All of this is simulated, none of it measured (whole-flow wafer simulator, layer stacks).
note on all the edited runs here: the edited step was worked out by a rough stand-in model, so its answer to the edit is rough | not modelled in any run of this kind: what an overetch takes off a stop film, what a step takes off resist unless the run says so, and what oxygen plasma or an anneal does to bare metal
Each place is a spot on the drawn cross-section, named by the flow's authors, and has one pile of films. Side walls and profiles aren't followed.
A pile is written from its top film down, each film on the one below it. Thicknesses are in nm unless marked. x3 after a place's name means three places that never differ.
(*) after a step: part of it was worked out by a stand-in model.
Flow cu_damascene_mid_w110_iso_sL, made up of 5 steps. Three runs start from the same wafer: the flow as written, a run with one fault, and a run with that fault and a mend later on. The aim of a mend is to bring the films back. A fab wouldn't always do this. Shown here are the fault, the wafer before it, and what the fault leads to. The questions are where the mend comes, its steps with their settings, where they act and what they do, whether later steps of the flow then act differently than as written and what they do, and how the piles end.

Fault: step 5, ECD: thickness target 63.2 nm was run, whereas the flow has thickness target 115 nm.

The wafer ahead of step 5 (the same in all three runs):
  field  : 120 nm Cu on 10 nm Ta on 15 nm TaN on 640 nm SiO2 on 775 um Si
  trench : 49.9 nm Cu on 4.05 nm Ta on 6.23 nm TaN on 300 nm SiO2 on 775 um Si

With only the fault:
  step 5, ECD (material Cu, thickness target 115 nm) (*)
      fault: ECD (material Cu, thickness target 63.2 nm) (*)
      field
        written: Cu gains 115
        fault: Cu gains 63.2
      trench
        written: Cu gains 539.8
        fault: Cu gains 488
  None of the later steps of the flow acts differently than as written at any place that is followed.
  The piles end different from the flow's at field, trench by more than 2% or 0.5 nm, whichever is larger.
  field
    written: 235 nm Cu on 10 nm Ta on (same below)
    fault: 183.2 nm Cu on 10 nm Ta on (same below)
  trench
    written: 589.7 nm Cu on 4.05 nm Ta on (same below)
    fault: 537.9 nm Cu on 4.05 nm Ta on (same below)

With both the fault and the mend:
  The mend follows step 5.
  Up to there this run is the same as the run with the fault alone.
  step 5a, ECD (material Cu, thickness target 51.8 nm) (the flow's step 5, run once more with other settings)
      field, trench
        Cu gains 51.8
  None of the later steps of the flow acts differently than as written at any place that is followed.
  By the end, the piles equal the flow's at every place that both follow.
